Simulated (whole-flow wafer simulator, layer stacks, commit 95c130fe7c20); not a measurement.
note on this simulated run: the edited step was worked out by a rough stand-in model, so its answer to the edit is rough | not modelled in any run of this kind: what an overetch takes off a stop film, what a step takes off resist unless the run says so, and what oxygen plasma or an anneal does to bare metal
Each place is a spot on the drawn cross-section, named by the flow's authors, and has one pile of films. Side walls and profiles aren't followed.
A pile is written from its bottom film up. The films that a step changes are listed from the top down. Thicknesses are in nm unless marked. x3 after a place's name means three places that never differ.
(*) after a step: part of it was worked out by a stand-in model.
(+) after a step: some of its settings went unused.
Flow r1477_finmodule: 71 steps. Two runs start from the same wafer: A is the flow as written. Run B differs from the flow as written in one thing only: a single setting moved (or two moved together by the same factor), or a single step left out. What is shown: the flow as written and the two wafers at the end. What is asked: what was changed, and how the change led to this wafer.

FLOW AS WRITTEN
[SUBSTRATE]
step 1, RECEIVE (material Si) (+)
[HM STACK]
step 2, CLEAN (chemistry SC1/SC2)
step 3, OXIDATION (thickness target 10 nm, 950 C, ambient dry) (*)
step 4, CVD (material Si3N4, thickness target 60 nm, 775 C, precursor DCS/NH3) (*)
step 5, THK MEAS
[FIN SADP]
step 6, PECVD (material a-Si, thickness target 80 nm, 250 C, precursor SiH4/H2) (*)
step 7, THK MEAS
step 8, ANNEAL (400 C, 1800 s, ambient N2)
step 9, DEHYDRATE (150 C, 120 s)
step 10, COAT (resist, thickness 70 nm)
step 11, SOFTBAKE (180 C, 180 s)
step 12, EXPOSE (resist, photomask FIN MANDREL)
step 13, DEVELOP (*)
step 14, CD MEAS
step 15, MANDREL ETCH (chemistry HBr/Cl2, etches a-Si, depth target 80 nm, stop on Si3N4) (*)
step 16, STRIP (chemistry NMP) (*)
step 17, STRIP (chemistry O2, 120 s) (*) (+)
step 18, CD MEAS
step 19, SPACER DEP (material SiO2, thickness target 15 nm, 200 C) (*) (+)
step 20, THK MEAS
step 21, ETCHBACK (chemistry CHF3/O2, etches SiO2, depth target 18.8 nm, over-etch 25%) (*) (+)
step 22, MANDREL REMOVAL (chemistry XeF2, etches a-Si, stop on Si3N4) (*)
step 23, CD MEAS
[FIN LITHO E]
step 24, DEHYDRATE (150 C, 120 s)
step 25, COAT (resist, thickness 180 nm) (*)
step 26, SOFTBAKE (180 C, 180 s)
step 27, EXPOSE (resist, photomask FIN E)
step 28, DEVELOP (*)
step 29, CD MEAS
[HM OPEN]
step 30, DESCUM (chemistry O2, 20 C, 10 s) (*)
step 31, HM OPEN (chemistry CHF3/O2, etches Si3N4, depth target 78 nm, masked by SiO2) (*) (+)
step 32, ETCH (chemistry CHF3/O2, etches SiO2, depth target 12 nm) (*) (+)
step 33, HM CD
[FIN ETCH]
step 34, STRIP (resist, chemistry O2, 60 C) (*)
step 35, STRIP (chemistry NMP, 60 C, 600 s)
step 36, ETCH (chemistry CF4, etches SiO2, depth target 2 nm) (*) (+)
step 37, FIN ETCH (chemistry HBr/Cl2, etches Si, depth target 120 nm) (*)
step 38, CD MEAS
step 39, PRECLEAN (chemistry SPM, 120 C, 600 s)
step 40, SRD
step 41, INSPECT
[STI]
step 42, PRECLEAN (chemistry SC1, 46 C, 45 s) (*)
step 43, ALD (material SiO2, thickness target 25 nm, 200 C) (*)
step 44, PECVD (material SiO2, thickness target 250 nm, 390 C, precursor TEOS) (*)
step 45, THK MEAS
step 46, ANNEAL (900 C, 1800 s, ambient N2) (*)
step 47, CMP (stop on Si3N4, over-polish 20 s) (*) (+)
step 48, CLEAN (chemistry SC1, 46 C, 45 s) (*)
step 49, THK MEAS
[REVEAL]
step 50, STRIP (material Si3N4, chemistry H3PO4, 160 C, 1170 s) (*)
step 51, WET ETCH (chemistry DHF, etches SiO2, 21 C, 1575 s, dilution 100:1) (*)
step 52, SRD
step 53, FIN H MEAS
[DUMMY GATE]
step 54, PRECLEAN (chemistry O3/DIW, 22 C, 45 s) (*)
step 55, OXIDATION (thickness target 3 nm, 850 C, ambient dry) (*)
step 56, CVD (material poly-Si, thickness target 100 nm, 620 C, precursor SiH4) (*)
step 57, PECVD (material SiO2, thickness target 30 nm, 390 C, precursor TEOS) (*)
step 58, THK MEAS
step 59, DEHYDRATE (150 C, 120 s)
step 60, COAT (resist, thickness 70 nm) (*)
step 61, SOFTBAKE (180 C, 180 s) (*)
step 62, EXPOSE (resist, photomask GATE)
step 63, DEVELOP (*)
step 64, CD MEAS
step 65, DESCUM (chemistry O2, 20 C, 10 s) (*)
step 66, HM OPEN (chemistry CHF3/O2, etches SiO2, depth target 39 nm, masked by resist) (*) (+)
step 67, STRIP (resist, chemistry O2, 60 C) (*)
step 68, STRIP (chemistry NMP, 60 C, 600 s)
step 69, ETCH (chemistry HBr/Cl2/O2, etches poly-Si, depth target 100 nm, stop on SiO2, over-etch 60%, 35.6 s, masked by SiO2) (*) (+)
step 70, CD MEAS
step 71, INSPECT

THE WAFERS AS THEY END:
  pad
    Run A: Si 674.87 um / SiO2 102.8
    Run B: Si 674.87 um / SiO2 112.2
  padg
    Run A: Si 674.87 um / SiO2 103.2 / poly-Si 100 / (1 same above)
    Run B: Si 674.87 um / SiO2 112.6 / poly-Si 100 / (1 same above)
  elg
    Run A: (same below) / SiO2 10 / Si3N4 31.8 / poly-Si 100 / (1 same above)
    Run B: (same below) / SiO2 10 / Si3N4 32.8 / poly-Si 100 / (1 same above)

Cause: step 51, WET ETCH: 18.19 C was run, whereas the flow has 21 C.

Step by step, how the change led to this:
  step 51, WET ETCH (chemistry DHF, etches SiO2, 21 C, 1575 s, dilution 100:1) (*)
      pad, padg, e40sg and 12 more: A SiO2 loses 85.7 | B SiO2 loses 76.3
      elg, e40lg, e100lg, e200lg, elo, e40lo, e100lo, e200lo: A SiO2 loses 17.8 (all of it), Si3N4 loses 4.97 | B SiO2 loses 17.8 (all of it), Si3N4 loses 3.95
      (as well as at 7 more places)
  step 56, CVD (material poly-Si, thickness target 100 nm, 620 C, precursor SiH4) (*)
      s40cg, s40co: A poly-Si gains 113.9 (new film) | B poly-Si gains 105.3 (new film)
      s45cg, s45co: A poly-Si gains 113.4 (new film) | B poly-Si gains 104.7 (new film)
      (as well as at 3 more places)
  step 60, COAT (resist, thickness 70 nm) (*)
      e40sg, e40so: A resist gains 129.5 (new film) | B resist gains 121.6 (new film)
      e100sg, e100so: A resist gains 129.4 (new film) | B resist gains 121.5 (new film)
      (as well as at 9 more places)
  step 63, DEVELOP (*)
      eso: A resist loses 129.5 (all of it) | B resist loses 121.5 (all of it)
      e40so: A resist loses 129.5 (all of it) | B resist loses 121.6 (all of it)
      (as well as at 5 more places)
  step 67, STRIP (resist, chemistry O2, 60 C) (*)
      e40sg: A resist loses 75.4 (all of it) | B resist loses 67.4 (all of it)
      e100sg: A resist loses 75.3 (all of it) | B resist loses 67.4 (all of it)
      (as well as at 4 more places)
  step 69, ETCH (chemistry HBr/Cl2/O2, etches poly-Si, depth target 100 nm, stop on SiO2, over-etch 60%, 35.6 s, masked by SiO2) (*) (+)
      s40co: A chemical SiO2 loses 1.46 (all of it), poly-Si loses 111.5 (all of it), SiO2 loses 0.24 | B chemical SiO2 loses 1.42 (all of it), poly-Si loses 102.9 (all of it), SiO2 loses 0.29
      s45co: A chemical SiO2 loses 1.46 (all of it), poly-Si loses 110.9 (all of it), SiO2 loses 0.25 | B chemical SiO2 loses 1.42 (all of it), poly-Si loses 102.3 (all of it), SiO2 loses 0.29
      (as well as at 1 more place)
